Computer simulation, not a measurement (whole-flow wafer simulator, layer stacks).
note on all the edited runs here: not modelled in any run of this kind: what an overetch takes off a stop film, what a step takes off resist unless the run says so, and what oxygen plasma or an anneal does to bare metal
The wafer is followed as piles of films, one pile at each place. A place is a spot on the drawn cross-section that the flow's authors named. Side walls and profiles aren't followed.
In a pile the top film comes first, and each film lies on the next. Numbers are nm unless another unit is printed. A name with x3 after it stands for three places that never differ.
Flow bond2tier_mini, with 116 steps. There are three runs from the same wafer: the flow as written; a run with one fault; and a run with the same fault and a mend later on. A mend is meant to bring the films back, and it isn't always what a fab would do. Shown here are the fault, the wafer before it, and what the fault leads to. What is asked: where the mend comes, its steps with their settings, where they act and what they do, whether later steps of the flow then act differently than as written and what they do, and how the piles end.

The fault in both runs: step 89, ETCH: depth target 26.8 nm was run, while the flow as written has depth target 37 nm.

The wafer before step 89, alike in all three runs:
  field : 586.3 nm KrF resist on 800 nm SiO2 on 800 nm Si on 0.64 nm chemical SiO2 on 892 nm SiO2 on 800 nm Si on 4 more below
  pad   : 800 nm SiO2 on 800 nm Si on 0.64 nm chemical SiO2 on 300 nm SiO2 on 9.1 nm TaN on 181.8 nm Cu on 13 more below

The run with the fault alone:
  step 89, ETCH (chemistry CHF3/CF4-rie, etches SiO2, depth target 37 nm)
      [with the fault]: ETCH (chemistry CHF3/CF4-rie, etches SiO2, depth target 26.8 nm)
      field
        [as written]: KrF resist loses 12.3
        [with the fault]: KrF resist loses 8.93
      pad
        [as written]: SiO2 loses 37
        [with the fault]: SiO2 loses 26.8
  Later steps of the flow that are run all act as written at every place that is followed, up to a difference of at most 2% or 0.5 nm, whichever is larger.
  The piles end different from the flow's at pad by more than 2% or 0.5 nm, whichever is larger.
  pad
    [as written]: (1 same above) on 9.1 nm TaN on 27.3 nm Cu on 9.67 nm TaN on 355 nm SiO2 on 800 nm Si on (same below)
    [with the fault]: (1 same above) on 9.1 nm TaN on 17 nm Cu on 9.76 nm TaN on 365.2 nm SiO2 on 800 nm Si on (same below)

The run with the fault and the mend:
  The mend stands after step 89.
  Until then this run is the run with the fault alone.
  step 89a, ETCH (chemistry CHF3/CF4-rie, etches SiO2, depth target 10.2 nm) (the flow's step 89 again, with other settings)
      field
        KrF resist loses 3.4
      pad
        SiO2 loses 10.2
  Later steps of the flow that are run all act as written at every place that is followed.
  The piles end the same as the flow's at every place that both follow.
